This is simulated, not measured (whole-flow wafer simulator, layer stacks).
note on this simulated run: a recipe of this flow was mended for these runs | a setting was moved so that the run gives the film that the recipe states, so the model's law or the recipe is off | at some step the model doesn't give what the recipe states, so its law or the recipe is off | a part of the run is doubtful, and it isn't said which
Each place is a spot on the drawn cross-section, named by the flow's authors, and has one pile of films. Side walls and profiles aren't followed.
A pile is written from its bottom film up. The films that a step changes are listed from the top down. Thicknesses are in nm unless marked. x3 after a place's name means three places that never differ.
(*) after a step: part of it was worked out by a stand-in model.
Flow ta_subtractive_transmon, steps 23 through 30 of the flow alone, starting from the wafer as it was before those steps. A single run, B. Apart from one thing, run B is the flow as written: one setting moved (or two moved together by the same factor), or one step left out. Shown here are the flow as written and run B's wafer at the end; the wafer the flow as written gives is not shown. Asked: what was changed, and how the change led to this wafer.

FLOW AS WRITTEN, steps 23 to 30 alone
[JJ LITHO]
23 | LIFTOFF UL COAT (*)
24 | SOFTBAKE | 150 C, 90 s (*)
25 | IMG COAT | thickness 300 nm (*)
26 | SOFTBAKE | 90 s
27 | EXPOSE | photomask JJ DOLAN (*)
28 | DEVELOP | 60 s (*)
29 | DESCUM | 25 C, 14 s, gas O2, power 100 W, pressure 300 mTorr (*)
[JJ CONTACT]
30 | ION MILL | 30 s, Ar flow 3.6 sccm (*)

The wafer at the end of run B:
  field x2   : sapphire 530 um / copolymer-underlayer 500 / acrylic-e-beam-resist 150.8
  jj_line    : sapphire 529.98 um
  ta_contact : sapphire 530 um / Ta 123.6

What caused this: step 30, ION MILL: 240 s was run, whereas the flow has 30 s.

How this came from the change, step by step:
  30 | ION MILL | 30 s, Ar flow 3.6 sccm (*)
      field x2, ta_pad: acrylic-e-beam-resist loses 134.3 (as written it would have been: acrylic-e-beam-resist loses 16.8)
      jj_line, lead: sapphire loses 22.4 (as written it would have been: sapphire loses 2.8)
      (and at 1 other place as well)
